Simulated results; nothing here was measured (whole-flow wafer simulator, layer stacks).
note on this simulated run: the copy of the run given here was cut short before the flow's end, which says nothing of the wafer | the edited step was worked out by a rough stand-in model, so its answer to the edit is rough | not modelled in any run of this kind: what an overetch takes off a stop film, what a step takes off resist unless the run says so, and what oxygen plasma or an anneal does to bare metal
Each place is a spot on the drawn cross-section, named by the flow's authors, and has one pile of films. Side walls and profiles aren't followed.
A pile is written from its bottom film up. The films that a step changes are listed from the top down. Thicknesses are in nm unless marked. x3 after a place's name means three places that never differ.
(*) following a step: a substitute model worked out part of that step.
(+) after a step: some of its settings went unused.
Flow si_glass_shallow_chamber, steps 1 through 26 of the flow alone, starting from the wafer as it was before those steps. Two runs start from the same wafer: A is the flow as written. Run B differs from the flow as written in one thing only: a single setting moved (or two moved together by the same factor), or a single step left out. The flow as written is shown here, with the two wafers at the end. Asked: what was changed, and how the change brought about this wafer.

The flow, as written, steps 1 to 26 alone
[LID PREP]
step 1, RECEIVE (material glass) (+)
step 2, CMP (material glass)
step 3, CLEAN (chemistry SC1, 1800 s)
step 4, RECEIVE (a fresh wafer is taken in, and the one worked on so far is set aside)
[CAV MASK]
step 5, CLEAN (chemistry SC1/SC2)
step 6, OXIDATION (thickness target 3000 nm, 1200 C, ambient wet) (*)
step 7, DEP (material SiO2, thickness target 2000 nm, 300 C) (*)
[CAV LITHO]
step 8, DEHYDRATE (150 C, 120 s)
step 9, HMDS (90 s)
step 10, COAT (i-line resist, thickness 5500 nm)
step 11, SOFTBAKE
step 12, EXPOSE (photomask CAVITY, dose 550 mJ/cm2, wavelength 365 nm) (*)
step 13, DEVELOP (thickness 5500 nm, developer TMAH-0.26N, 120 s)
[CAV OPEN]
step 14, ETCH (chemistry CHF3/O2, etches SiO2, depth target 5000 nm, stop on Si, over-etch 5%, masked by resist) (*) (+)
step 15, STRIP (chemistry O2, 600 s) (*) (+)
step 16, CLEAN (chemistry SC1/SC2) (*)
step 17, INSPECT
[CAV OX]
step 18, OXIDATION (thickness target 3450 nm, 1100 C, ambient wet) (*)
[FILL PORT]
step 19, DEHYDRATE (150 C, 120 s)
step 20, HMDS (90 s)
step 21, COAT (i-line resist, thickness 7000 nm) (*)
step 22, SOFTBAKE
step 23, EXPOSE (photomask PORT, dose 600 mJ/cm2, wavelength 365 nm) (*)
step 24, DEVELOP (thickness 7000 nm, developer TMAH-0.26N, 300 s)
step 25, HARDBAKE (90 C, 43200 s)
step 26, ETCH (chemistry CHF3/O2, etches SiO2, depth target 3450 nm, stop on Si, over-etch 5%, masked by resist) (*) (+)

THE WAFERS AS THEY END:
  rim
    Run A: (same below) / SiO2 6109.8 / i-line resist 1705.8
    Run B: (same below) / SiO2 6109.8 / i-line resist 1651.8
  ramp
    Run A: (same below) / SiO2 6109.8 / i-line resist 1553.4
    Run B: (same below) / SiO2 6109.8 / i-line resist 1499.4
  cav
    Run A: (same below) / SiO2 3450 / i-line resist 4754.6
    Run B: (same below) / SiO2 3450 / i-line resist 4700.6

The reason: step 26, ETCH: over-etch 6.88% was run, whereas the flow has over-etch 5%.

How this came from the change, step by step:
  step 26, ETCH (chemistry CHF3/O2, etches SiO2, depth target 3450 nm, stop on Si, over-etch 5%, masked by resist) (*) (+)
      port: A SiO2 loses 3450 (all of it), Si loses 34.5 | B SiO2 loses 3450 (all of it), Si loses 47.5
